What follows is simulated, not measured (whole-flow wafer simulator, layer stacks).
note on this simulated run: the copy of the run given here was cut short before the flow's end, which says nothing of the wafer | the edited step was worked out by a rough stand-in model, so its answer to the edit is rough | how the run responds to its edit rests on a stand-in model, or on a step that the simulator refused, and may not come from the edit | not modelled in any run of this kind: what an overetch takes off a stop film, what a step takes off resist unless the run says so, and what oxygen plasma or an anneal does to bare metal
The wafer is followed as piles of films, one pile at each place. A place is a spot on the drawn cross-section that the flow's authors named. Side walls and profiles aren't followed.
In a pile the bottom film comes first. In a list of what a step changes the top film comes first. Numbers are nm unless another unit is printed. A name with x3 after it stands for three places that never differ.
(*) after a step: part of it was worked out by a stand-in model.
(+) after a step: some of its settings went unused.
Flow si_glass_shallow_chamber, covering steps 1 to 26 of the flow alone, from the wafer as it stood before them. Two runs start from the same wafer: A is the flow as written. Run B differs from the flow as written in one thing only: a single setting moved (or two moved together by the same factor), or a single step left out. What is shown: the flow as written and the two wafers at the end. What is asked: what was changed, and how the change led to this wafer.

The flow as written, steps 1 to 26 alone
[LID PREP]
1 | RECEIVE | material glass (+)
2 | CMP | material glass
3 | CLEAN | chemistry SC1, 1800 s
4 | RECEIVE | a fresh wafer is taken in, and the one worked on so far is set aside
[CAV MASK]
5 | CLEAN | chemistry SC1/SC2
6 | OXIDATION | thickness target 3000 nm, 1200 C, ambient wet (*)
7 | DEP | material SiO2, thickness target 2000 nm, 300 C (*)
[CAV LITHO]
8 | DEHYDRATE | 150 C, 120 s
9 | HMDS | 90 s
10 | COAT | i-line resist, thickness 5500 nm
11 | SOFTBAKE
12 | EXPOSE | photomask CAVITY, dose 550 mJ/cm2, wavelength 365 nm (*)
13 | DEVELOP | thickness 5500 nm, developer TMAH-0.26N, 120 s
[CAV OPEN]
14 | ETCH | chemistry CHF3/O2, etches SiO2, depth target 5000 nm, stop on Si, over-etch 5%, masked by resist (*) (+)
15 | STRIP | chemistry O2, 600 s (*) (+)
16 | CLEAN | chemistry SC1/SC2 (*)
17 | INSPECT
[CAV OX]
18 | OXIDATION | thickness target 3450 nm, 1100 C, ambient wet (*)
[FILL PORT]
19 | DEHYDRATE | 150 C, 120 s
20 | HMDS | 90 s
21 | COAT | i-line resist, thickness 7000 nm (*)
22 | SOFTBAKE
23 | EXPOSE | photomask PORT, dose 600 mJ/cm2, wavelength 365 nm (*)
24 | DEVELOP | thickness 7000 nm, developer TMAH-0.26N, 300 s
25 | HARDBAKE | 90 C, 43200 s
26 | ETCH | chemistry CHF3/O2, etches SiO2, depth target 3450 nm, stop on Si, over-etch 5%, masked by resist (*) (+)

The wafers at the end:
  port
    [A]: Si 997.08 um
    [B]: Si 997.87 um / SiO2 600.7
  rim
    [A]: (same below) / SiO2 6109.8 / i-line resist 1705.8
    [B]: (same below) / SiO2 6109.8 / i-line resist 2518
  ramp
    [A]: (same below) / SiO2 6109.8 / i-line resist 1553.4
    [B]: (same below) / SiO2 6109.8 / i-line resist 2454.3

Cause: step 14, ETCH: depth target 2500 nm was run, while the flow as written has depth target 5000 nm.

How this came from the change, step by step:
  14 | ETCH | chemistry CHF3/O2, etches SiO2, depth target 5000 nm, stop on Si, over-etch 5%, masked by resist (*) (+)
      cav, port: A SiO2 loses 5000 (all of it), Si loses 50 | B SiO2 loses 2625
      rim, ramp, septum, ring: A i-line resist loses 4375 | B i-line resist loses 2187.5
  15 | STRIP | chemistry O2, 600 s (*) (+)
      cav, port: A chemical SiO2 gains 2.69 (new film), Si loses 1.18 | B nothing
      rim, ramp, septum, ring: A i-line resist loses 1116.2 (all of it) | B i-line resist loses 3303.7 (all of it)
  18 | OXIDATION | thickness target 3450 nm, 1100 C, ambient wet (*)
      cav, port: A SiO2 gains 3450 (new film), chemical SiO2 loses 2.69 (all of it), Si loses 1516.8 | B SiO2 gains 1848.2, Si loses 813.2
  21 | COAT | i-line resist, thickness 7000 nm (*)
      rim: A i-line resist gains 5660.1 (new film) | B i-line resist gains 6193.4 (new film)
      ramp: A i-line resist gains 5087.8 (new film) | B i-line resist gains 5834.8 (new film)
      (as well as at 2 more places)
  22 | SOFTBAKE
      rim: A i-line resist loses 849 | B i-line resist loses 537.8
      ramp: A i-line resist loses 434.5 | B i-line resist loses 245.6
      (as well as at 4 more places)
  24 | DEVELOP | thickness 7000 nm, developer TMAH-0.26N, 300 s
      port: A i-line resist loses 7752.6 (all of it) | B i-line resist loses 7483.8 (all of it)
  25 | HARDBAKE | 90 C, 43200 s
      rim: A i-line resist loses 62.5 | B i-line resist loses 94.8
      ramp: A i-line resist loses 57.1 | B i-line resist loses 92.1
      (as well as at 1 more place)
  26 | ETCH | chemistry CHF3/O2, etches SiO2, depth target 3450 nm, stop on Si, over-etch 5%, masked by resist (*) (+)
      port: A SiO2 loses 3450 (all of it), Si loses 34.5 | B SiO2 loses 3622.5
